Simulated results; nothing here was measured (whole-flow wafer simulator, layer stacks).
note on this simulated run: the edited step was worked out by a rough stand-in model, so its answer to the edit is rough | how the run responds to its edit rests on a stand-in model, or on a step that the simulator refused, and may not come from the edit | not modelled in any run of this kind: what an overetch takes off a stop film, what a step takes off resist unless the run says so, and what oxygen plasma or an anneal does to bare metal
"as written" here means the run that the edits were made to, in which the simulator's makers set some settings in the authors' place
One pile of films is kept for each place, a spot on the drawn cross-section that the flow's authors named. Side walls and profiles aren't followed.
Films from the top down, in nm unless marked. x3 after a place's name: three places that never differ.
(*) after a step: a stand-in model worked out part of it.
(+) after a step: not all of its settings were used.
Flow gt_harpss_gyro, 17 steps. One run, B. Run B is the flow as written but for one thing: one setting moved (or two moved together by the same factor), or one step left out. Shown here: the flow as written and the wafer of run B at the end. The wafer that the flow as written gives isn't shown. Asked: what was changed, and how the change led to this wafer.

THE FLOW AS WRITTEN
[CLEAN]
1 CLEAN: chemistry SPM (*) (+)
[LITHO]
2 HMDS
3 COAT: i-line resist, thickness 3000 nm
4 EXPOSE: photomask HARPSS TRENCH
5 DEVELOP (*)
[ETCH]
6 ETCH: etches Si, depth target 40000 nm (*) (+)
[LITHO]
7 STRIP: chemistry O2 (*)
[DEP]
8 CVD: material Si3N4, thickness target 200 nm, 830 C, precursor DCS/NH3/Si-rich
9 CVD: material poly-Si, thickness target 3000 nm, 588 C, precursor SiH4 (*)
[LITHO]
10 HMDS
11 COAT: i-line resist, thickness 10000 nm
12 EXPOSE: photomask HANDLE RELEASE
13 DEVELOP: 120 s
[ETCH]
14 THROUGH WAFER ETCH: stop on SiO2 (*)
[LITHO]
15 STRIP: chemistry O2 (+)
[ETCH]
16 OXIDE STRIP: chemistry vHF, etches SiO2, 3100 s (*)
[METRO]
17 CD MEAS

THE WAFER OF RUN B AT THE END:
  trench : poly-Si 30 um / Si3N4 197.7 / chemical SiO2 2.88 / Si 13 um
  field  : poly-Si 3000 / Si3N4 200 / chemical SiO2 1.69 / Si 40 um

The cause: step 6, ETCH: depth target 27000 nm was run, where the flow has depth target 40000 nm.

How the change led to this, step by step:
  6 ETCH: etches Si, depth target 40000 nm (*) (+)
      trench: chemical SiO2 -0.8 (all of it), Si -27 um (as written it would be: chemical SiO2 -0.8 (all of it), Si -40 um (all of it))
      field: i-line resist -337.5 (as written it would be: i-line resist -500)
  7 STRIP: chemistry O2 (*)
      trench: chemical SiO2 +2.88 (new film), Si -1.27 (as written it would be: nothing)
      field: i-line resist -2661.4 (all of it), chemical SiO2 +0.89, Si -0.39 (as written it would be: i-line resist -2498.9 (all of it), chemical SiO2 +0.87, Si -0.38)
  9 CVD: material poly-Si, thickness target 3000 nm, 588 C, precursor SiH4 (*)
      trench: poly-Si +30 um (new film) (as written it would be: poly-Si +43.01 um (new film))
